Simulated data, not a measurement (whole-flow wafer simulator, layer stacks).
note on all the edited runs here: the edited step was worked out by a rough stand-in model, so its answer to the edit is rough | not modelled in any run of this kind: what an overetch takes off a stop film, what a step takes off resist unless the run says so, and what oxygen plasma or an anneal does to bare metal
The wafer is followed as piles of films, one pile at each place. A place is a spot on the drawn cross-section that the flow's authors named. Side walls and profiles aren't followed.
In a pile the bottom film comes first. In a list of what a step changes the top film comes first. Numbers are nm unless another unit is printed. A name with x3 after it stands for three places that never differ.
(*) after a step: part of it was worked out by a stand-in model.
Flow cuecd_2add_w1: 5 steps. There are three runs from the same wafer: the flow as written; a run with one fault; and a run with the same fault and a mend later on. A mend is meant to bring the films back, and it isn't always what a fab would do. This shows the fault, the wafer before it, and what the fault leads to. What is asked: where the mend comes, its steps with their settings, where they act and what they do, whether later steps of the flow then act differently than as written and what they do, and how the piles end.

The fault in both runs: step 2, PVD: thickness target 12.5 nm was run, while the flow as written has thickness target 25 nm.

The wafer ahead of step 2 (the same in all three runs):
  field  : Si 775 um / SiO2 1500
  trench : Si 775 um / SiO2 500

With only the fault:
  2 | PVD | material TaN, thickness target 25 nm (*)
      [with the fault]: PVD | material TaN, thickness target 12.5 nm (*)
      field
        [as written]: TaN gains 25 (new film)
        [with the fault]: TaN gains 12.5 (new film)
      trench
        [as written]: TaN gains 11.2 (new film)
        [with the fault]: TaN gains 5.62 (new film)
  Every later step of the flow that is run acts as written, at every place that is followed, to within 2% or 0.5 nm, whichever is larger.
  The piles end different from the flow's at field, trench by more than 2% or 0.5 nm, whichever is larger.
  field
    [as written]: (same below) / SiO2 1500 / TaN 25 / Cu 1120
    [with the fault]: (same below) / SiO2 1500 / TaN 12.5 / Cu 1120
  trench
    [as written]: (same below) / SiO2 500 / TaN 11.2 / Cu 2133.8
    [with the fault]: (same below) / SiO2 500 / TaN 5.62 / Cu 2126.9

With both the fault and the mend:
  The mend stands after step 2.
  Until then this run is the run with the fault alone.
  2a | PVD | material TaN, thickness target 12.5 nm (*) (a further turn of the flow's step 2, with different settings)
      field
        TaN gains 12.5
      trench
        TaN gains 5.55
  Every later step of the flow that is run acts as written at every place that is followed.
  By the end, the piles equal the flow's at every place that both follow.
